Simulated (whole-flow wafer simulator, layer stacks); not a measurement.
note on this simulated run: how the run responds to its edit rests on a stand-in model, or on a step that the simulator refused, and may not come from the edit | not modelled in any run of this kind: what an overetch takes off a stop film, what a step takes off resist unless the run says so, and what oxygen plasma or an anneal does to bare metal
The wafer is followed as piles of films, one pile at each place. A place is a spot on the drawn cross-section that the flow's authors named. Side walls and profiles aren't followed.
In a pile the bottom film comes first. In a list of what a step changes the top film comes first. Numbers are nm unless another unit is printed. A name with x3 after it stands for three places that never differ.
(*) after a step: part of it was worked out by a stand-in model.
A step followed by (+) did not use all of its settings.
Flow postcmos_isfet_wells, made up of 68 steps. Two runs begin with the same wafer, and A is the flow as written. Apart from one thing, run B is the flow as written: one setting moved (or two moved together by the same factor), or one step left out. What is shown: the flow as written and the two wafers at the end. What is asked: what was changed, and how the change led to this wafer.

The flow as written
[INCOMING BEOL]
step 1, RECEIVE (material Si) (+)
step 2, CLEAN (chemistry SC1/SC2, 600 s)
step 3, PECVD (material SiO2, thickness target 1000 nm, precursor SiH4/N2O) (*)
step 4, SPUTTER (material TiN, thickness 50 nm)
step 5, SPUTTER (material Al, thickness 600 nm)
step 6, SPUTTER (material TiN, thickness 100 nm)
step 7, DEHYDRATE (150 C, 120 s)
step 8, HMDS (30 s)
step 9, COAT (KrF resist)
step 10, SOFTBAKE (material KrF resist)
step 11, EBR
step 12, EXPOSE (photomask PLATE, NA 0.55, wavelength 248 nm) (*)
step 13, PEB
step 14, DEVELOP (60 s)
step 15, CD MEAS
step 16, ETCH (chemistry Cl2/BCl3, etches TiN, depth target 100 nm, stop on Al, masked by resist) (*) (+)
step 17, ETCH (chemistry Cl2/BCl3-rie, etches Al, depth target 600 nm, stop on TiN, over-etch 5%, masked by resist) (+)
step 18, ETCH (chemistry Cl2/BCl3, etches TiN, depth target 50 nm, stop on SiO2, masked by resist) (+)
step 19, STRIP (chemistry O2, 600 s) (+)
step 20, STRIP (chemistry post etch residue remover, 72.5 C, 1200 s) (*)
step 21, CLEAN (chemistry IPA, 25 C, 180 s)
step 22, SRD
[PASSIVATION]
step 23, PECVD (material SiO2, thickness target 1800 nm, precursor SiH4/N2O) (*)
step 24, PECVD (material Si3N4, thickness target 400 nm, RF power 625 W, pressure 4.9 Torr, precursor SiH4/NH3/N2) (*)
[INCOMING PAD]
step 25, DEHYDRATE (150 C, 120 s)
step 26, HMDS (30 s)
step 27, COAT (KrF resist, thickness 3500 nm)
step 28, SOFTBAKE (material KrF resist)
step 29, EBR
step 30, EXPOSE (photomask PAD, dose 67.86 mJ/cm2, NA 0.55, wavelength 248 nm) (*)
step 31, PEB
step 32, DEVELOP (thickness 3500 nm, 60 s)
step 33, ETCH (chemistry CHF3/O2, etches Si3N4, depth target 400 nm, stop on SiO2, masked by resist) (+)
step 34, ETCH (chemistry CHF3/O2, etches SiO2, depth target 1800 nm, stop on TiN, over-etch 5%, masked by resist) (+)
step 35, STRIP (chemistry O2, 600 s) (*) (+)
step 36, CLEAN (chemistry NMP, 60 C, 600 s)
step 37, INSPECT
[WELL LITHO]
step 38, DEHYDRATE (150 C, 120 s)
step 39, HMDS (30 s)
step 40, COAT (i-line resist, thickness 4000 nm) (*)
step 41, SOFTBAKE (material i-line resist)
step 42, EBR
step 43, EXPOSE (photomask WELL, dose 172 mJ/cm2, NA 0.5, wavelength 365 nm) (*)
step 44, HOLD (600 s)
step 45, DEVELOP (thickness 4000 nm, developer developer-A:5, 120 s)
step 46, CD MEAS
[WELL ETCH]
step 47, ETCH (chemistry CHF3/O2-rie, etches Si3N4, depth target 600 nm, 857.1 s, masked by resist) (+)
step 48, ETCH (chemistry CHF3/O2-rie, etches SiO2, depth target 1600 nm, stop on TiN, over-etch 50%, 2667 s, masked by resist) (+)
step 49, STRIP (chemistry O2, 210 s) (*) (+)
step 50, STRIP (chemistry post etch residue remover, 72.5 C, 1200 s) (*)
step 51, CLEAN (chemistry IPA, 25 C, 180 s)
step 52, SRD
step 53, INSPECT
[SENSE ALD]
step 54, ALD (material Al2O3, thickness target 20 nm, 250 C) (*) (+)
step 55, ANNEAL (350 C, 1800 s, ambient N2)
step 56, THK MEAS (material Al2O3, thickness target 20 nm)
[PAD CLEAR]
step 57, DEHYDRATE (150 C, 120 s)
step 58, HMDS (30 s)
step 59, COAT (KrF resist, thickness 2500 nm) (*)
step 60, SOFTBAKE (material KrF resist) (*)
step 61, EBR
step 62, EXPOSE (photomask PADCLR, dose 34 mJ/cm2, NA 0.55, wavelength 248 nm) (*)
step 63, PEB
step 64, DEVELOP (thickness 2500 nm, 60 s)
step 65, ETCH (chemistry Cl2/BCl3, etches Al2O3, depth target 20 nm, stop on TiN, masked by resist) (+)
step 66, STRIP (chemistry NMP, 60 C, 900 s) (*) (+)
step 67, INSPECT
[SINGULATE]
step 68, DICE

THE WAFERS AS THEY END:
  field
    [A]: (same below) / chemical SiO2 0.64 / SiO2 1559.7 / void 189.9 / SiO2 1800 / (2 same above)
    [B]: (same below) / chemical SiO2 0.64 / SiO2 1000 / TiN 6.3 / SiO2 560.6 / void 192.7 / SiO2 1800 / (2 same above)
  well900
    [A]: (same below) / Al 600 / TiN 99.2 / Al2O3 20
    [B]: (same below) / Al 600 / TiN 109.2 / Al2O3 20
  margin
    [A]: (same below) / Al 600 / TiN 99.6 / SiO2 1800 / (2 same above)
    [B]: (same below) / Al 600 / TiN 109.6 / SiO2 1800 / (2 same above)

The reason: step 6, SPUTTER: thickness 110 nm was run, while the flow as written has thickness 100 nm.

Step by step, how the change led to this:
  step 6, SPUTTER (material TiN, thickness 100 nm)
      field, margin, well900 and 6 more: A TiN gains 100 (new film) | B TiN gains 110 (new film)
  step 16, ETCH (chemistry Cl2/BCl3, etches TiN, depth target 100 nm, stop on Al, masked by resist) (*) (+)
      field: A TiN loses 100 (all of it) | B TiN loses 100
  step 17, ETCH (chemistry Cl2/BCl3-rie, etches Al, depth target 600 nm, stop on TiN, over-etch 5%, masked by resist) (+)
      field: A Al loses 600 (all of it) | B TiN loses 10 (all of it), Al loses 584
  step 18, ETCH (chemistry Cl2/BCl3, etches TiN, depth target 50 nm, stop on SiO2, masked by resist) (+)
      field: A TiN loses 50 (all of it) | B Al loses 16 (all of it), TiN loses 43.3
  step 23, PECVD (material SiO2, thickness target 1800 nm, precursor SiH4/N2O) (*)
      field: A SiO2 gains 1800 (new film), void gains 189.9 (new film), SiO2 gains 559.7 | B SiO2 gains 1800 (new film), void gains 192.7 (new film), SiO2 gains 560.6 (new film)
With metal films that touch counted as one body, field has 1 body; the flow as written gives 0 bodies.
